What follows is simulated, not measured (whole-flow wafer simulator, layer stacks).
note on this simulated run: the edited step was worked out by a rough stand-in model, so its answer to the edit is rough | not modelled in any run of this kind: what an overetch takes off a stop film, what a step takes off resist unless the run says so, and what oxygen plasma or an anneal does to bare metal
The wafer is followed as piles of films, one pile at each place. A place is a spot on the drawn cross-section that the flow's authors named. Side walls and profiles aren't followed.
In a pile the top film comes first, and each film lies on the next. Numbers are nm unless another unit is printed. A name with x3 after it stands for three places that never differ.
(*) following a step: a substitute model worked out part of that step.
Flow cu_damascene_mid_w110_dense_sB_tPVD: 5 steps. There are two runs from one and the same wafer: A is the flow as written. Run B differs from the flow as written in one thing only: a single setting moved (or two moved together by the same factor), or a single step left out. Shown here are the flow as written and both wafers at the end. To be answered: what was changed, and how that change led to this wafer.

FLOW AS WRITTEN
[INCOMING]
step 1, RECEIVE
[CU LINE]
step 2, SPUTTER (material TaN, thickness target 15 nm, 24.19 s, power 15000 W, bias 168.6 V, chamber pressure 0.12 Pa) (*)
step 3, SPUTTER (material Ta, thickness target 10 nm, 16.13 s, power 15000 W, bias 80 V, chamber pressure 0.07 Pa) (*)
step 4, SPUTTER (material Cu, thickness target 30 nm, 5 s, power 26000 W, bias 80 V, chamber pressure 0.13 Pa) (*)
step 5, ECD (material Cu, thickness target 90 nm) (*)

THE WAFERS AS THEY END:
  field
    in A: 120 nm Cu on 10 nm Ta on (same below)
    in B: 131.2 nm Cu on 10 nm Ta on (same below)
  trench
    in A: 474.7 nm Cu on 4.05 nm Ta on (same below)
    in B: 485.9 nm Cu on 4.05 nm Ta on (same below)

Cause: step 4, SPUTTER: thickness target 41.2 nm was run, whereas the flow has thickness target 30 nm; step 4, SPUTTER: 6.88 s was run, where the flow has 5 s.

Step by step, how the change led to this:
  step 4, SPUTTER (material Cu, thickness target 30 nm, 5 s, power 26000 W, bias 80 V, chamber pressure 0.13 Pa) (*)
      field: A Cu gains 30 (new film) | B Cu gains 41.2 (new film)
      trench: A Cu gains 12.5 (new film) | B Cu gains 17.1 (new film)
